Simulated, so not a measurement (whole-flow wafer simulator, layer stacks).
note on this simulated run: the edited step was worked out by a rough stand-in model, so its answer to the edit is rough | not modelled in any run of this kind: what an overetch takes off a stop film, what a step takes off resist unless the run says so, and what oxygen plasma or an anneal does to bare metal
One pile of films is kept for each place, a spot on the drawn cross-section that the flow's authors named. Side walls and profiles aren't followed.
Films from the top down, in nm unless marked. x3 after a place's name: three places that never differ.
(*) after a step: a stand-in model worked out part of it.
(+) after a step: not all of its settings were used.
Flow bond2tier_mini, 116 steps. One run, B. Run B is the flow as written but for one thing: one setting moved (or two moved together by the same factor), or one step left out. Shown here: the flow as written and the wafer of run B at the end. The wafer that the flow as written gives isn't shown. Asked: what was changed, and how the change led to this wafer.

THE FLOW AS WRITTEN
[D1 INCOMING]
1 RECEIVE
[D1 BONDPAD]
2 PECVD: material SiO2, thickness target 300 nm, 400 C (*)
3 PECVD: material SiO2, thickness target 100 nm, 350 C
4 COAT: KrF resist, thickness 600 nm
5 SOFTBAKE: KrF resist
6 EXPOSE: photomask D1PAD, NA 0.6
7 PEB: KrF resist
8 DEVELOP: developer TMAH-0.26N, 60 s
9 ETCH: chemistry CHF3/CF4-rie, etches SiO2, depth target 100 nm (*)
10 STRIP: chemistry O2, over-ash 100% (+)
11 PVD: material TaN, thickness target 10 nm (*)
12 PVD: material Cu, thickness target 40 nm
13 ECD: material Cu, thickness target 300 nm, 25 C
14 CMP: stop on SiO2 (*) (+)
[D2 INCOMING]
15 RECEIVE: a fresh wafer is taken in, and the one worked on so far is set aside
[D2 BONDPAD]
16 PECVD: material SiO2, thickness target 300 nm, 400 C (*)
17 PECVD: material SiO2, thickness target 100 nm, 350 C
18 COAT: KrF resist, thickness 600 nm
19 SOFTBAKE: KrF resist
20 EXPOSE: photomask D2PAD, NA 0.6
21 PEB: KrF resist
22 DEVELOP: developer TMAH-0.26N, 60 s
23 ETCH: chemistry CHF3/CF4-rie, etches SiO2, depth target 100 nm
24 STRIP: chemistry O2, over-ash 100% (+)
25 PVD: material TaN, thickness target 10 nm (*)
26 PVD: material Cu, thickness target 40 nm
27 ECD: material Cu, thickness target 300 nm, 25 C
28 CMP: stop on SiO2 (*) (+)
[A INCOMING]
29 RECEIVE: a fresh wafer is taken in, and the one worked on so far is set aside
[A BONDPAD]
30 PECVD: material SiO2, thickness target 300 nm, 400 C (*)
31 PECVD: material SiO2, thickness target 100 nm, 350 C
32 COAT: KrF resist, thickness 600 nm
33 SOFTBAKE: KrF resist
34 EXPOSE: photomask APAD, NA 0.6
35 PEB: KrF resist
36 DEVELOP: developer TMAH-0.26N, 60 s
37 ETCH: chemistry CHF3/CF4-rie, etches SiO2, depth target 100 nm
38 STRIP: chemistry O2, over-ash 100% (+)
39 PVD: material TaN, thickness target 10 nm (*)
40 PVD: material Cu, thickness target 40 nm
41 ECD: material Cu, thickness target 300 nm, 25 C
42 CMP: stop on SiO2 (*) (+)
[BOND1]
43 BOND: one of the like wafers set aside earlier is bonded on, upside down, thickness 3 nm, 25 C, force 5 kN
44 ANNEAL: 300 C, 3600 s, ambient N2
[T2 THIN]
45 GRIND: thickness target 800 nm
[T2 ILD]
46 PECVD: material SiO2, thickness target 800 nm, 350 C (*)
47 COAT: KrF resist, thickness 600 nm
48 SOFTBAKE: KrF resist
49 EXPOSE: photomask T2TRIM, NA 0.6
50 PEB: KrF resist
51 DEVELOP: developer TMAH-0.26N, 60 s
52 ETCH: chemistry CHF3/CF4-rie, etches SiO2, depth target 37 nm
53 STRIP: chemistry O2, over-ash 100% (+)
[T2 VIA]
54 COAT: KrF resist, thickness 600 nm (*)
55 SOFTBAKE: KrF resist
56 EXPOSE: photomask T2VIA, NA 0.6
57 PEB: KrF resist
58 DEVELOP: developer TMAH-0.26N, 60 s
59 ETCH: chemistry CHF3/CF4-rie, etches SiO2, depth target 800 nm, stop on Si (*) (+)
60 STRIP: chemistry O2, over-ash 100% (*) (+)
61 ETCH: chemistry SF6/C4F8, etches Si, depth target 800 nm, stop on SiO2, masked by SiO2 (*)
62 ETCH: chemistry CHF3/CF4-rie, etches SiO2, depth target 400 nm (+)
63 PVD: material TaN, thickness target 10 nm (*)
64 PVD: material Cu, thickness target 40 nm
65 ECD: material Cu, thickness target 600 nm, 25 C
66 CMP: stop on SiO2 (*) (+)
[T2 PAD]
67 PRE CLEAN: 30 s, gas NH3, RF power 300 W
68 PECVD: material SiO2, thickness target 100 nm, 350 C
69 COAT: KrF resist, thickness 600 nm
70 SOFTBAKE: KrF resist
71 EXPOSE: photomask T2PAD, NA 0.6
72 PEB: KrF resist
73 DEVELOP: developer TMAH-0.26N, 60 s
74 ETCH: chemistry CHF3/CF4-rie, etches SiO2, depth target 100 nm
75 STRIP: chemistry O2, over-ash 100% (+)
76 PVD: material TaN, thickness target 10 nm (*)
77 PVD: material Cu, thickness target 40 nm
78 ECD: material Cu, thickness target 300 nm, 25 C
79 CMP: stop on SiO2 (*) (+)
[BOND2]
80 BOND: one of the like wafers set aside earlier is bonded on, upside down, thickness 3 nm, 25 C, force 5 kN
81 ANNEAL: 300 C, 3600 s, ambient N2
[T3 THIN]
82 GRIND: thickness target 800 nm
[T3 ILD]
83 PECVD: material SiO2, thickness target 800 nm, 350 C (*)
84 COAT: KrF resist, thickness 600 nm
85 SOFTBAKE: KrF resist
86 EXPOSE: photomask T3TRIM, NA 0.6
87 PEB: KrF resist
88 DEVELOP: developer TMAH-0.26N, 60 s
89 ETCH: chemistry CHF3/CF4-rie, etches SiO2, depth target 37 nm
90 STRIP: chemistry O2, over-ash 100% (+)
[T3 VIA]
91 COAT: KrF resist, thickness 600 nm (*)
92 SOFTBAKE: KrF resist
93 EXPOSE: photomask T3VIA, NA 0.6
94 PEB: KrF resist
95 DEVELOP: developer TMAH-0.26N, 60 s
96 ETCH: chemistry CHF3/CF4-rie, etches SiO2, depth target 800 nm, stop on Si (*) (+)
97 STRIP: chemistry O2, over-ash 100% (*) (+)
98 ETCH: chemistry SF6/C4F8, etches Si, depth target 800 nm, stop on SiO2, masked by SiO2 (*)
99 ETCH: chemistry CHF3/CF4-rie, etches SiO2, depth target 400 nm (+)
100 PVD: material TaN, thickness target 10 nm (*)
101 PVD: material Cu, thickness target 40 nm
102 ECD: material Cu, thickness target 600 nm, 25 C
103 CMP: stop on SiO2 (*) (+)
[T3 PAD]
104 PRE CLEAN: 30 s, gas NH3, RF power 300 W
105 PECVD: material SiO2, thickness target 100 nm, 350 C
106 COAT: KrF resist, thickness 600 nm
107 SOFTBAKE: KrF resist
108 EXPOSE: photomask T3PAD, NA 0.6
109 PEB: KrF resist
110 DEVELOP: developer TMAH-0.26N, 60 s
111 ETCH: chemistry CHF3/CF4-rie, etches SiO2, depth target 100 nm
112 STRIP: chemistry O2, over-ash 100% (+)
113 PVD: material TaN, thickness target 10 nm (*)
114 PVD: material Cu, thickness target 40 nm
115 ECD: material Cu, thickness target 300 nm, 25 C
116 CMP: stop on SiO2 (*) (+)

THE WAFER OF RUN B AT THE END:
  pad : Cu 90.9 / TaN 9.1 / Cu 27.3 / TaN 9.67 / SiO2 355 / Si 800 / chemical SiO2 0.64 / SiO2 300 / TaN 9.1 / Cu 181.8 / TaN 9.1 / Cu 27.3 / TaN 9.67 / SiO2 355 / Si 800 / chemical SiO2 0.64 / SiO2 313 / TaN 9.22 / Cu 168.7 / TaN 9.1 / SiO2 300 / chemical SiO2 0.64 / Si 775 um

The cause: step 9, ETCH: depth target 87 nm was run, where the flow has depth target 100 nm.

How the change led to this, step by step:
  9 ETCH: chemistry CHF3/CF4-rie, etches SiO2, depth target 100 nm (*)
      pad, via: SiO2 -87 (as written it would be: SiO2 -100)
      field: KrF resist -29 (as written it would be: KrF resist -33.3)
  13 ECD: material Cu, thickness target 300 nm, 25 C
      pad: Cu +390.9 (as written it would be: Cu +404.5)
      via: Cu +387.1 (as written it would be: Cu +400.2)
  43 BOND: one of the like wafers set aside earlier is bonded on, upside down, thickness 3 nm, 25 C, force 5 kN
      pad: Si +775 um (new film), chemical SiO2 +0.64 (new film), SiO2 +313 (new film), TaN +9.22 (new film), Cu +77.8 (as written it would be: Si +775 um (new film), chemical SiO2 +0.64 (new film), SiO2 +300 (new film), TaN +9.1 (new film), Cu +90.9)
      via: Si +775 um (new film), chemical SiO2 +0.64 (new film), SiO2 +313 (new film), TaN +9.98 (new film), Cu +77 (as written it would be: Si +775 um (new film), chemical SiO2 +0.64 (new film), SiO2 +300 (new film), TaN +9.97 (new film), Cu +90)
